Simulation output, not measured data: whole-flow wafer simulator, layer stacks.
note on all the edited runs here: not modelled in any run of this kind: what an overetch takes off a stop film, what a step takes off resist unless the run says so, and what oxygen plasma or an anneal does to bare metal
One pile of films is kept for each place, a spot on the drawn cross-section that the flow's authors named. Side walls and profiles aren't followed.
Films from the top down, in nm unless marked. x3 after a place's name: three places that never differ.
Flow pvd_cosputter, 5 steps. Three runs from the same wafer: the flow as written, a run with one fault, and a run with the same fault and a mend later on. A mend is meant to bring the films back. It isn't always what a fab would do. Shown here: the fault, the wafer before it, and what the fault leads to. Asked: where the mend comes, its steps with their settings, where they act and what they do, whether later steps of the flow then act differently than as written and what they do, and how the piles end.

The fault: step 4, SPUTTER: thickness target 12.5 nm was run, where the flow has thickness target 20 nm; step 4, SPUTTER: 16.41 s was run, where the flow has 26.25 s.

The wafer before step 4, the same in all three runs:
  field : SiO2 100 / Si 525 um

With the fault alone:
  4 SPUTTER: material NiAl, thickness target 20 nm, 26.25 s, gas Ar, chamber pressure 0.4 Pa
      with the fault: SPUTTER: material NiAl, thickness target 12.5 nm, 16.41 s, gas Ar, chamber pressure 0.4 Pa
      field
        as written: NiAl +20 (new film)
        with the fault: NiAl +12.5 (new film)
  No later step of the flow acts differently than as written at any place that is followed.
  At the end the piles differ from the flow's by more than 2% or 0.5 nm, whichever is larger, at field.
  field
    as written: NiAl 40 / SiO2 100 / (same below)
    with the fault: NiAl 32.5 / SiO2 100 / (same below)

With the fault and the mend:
  The mend comes after step 4.
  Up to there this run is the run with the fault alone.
  4a SPUTTER: material NiAl, thickness target 7.5 nm, 9.844 s, gas Ar, chamber pressure 0.4 Pa (the flow's step 4 once more, with other settings)
      field
        NiAl +7.5
  No later step of the flow acts differently than as written at any place that is followed.
  At the end the piles are the same as the flow's at every place that both follow.
